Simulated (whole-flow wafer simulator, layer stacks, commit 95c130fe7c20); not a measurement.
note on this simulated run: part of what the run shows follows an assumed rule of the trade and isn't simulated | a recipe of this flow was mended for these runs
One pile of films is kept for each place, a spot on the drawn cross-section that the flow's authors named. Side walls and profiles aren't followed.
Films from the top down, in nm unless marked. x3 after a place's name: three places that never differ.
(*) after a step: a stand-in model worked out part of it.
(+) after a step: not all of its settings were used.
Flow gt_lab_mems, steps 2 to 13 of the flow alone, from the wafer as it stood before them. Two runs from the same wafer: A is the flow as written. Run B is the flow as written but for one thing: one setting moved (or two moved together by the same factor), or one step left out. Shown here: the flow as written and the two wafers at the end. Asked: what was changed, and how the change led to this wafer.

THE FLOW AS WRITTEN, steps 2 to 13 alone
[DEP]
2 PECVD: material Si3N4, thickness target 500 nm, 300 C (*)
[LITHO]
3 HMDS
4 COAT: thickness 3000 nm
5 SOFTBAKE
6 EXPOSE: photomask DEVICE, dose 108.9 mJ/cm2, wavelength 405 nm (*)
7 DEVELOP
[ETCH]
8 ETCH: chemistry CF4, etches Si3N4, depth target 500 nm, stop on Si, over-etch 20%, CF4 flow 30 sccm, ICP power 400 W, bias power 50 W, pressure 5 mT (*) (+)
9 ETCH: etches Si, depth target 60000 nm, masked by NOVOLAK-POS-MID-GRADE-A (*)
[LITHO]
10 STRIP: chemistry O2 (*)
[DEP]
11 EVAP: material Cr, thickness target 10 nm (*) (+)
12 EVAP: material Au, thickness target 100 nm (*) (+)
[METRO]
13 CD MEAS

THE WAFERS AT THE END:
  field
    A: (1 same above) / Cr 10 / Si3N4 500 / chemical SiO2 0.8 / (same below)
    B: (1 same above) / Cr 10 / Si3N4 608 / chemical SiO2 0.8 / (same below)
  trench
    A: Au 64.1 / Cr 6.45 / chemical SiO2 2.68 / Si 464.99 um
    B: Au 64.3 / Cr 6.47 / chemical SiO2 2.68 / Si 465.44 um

The cause: step 2, PECVD: thickness target 608 nm was run, where the flow has thickness target 500 nm.
It can be read off the wafer: field has Si3N4 608, and step 2 as written asks for 500 nm.

How the change led to this, step by step:
  2 PECVD: material Si3N4, thickness target 500 nm, 300 C (*)
      field, trench: A Si3N4 +500 (new film) | B Si3N4 +608 (new film)
  8 ETCH: chemistry CF4, etches Si3N4, depth target 500 nm, stop on Si, over-etch 20%, CF4 flow 30 sccm, ICP power 400 W, bias power 50 W, pressure 5 mT (*) (+)
      trench: A Si3N4 -500 (all of it), chemical SiO2 -0.8 (all of it), Si -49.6 | B Si3N4 -600
  9 ETCH: etches Si, depth target 60000 nm, masked by NOVOLAK-POS-MID-GRADE-A (*)
      trench: A Si -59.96 um | B Si3N4 -8 (all of it), chemical SiO2 -0.8 (all of it), Si -59.56 um
